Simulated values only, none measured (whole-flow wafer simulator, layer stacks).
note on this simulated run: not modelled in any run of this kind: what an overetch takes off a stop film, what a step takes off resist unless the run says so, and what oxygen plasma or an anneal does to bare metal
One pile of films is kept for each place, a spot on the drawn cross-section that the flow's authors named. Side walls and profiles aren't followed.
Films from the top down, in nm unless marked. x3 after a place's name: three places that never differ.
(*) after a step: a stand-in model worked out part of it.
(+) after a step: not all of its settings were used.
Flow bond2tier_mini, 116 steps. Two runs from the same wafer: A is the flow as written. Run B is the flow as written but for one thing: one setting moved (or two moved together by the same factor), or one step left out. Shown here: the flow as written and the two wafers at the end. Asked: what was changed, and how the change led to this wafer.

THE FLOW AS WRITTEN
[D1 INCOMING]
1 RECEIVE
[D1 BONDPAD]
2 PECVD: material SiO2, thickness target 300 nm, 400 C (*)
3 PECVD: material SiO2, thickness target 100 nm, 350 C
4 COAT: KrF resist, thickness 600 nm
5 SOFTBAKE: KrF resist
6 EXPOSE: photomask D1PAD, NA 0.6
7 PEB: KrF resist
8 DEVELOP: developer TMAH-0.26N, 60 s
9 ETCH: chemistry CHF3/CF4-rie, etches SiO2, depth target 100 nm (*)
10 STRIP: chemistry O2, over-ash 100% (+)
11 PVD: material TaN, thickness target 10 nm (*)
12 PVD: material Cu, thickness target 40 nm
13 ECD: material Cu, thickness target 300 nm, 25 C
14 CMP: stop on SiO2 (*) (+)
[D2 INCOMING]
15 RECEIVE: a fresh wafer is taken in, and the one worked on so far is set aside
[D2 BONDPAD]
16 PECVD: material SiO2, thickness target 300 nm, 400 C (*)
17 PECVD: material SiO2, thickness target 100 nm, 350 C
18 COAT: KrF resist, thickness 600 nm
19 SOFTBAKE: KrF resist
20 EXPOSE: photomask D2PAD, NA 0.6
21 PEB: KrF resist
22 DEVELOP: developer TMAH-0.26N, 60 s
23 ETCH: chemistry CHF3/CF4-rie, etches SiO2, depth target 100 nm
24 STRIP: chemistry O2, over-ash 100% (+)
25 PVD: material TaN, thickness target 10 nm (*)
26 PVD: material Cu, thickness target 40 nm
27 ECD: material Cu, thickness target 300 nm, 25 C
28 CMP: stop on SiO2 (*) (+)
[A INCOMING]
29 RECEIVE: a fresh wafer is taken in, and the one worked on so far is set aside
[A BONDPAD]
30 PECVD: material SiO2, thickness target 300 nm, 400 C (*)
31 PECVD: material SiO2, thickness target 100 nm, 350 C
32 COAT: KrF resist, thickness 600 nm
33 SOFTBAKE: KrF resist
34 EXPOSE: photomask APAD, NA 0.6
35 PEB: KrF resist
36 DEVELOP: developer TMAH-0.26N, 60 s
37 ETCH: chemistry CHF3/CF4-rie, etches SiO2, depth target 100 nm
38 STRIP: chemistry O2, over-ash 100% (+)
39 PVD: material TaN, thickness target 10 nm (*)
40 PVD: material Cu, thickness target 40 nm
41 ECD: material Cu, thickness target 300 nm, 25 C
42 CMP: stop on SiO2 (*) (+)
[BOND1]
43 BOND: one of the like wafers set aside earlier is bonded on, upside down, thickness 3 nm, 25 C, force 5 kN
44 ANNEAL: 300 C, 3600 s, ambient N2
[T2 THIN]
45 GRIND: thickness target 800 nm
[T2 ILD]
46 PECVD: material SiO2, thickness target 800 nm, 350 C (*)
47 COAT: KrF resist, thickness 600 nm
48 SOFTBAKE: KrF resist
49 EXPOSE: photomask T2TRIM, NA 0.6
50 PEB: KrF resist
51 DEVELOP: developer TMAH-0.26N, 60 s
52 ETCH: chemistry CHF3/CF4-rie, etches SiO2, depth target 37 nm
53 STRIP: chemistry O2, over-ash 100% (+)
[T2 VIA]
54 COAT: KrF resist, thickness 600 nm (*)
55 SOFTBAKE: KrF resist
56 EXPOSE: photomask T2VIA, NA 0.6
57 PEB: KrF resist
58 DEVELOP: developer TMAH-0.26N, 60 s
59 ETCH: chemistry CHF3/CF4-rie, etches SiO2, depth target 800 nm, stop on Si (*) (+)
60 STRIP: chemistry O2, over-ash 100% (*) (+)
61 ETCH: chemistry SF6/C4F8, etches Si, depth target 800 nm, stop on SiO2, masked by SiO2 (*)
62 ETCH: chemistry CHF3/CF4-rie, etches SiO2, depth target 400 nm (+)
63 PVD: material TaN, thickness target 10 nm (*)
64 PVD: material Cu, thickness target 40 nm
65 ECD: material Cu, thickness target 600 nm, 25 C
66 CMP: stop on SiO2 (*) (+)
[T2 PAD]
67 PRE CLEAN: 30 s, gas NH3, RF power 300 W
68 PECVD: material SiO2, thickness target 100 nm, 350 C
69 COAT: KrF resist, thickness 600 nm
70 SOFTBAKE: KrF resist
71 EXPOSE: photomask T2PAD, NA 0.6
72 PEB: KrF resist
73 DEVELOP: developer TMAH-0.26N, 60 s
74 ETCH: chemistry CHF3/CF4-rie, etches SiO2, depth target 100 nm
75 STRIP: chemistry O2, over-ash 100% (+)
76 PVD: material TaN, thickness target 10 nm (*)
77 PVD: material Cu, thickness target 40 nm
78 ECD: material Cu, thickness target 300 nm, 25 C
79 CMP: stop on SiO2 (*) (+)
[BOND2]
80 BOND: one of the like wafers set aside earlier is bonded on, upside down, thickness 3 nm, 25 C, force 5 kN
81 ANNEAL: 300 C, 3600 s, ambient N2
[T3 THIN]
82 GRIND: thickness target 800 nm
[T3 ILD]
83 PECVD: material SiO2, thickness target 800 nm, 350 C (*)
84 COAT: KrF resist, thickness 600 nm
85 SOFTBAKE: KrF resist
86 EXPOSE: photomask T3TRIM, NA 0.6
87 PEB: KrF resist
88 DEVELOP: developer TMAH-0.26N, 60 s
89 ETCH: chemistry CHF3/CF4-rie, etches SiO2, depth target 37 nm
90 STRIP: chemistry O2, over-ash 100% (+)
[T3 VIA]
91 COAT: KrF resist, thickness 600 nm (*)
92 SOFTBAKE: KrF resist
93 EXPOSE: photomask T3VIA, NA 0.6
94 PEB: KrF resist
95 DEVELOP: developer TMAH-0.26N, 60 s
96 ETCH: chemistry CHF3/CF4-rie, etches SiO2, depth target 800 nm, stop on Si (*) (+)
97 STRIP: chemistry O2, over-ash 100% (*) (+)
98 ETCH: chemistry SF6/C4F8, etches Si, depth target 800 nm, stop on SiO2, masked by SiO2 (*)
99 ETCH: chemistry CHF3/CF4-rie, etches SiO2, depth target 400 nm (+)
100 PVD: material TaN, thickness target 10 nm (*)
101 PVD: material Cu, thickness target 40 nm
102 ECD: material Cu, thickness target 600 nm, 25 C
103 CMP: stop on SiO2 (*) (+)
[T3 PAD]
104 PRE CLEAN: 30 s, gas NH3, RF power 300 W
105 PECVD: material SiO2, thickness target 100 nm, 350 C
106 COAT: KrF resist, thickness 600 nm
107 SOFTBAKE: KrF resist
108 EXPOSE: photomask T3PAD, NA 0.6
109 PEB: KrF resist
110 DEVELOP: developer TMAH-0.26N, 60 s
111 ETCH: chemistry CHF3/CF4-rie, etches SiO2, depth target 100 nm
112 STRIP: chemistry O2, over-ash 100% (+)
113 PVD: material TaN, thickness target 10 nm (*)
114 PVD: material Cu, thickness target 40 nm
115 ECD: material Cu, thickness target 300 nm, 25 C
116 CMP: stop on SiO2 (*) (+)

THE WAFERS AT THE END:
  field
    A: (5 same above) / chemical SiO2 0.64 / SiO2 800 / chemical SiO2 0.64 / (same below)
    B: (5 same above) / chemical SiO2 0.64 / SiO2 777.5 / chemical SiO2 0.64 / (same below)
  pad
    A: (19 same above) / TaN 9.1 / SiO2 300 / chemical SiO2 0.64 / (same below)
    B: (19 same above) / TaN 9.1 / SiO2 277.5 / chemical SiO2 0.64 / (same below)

The cause: step 31, PECVD: thickness target 77.5 nm was run, where the flow has thickness target 100 nm.

How the change led to this, step by step:
  31 PECVD: material SiO2, thickness target 100 nm, 350 C
      field, pad, via: A SiO2 +100 | B SiO2 +77.5
